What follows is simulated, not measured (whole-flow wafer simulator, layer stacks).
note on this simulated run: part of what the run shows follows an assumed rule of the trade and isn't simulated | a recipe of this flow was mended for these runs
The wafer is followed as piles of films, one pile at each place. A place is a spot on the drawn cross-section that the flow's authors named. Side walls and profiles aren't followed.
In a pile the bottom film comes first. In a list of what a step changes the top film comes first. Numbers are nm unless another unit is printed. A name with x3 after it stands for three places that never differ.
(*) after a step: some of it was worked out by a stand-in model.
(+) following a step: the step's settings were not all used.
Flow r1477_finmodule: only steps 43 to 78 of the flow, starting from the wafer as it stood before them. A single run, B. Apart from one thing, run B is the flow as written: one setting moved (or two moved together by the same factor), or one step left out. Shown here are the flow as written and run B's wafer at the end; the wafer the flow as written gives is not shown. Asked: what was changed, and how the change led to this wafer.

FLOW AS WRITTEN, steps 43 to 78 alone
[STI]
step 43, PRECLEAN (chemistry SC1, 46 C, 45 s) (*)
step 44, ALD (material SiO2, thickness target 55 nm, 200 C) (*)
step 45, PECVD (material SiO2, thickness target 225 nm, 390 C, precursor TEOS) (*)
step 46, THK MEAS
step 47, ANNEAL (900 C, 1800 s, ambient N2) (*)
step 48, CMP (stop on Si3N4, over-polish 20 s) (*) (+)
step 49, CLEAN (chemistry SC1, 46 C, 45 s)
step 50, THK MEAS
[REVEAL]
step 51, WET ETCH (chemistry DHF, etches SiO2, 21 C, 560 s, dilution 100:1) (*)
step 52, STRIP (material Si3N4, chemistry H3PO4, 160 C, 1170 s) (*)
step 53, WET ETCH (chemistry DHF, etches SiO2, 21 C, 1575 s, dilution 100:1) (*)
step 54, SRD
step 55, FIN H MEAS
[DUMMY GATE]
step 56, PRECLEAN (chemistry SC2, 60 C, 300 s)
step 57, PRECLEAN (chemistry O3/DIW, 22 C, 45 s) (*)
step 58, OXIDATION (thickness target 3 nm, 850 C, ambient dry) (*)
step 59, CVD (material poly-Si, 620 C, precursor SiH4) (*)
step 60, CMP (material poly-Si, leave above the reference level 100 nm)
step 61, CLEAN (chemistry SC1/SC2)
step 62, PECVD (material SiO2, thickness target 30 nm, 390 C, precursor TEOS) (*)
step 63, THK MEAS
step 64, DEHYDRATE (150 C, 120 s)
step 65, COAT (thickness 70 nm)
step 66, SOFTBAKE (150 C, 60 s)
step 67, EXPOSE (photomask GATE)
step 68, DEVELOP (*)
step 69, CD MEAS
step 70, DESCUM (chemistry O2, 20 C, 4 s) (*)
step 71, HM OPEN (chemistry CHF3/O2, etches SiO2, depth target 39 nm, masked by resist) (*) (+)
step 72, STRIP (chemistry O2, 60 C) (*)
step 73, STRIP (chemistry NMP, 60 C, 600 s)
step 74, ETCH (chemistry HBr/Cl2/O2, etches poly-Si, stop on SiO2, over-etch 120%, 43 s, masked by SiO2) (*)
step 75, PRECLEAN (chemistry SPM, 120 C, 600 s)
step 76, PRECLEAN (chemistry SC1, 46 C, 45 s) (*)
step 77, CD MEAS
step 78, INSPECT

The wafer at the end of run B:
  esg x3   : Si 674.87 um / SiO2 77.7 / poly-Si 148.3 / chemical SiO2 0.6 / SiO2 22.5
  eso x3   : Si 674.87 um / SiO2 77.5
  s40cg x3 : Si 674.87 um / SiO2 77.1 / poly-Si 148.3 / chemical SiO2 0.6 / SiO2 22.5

Cause: step 53, WET ETCH: 21.7 C was run, though the flow has 21 C.

The path from the change to this, step by step:
  step 53, WET ETCH (chemistry DHF, etches SiO2, 21 C, 1575 s, dilution 100:1) (*)
      esg x3, e200sg, s40cg x3, s40sg x3, eso x3, e200so, s40co x3, s40so x3: -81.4 SiO2 (in the flow as written it would be: -79.1 SiO2)
      pad, padg: -88.2 SiO2 (in the flow as written it would be: -85.7 SiO2)
  step 60, CMP (material poly-Si, leave above the reference level 100 nm)
      pad, padg: -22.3 poly-Si (in the flow as written it would be: -24.8 poly-Si)
